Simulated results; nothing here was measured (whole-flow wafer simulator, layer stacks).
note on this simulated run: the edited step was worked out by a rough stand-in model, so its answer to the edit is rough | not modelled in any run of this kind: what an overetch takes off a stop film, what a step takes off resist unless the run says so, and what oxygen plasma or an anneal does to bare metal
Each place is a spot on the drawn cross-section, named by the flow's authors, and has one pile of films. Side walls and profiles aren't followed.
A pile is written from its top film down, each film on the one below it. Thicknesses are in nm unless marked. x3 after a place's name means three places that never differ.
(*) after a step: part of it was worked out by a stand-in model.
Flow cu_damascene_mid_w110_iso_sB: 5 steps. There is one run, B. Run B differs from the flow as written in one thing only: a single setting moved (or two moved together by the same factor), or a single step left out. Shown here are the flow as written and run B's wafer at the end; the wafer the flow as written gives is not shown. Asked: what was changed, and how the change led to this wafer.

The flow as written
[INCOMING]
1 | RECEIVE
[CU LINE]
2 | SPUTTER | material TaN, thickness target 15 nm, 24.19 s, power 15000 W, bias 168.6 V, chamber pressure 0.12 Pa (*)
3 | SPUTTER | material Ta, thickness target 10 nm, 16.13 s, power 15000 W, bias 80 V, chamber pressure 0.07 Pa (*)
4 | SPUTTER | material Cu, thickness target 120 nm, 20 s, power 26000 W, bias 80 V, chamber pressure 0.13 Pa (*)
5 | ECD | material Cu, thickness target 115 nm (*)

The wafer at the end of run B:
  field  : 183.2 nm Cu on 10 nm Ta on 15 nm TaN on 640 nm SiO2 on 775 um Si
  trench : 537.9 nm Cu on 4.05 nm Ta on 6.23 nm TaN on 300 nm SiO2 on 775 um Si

Cause: step 5, ECD: thickness target 63.2 nm was run, though the flow has thickness target 115 nm.

How this came from the change, step by step:
  5 | ECD | material Cu, thickness target 115 nm (*)
      field: Cu gains 63.2 (in the flow as written it would be: Cu gains 115)
      trench: Cu gains 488 (in the flow as written it would be: Cu gains 539.8)
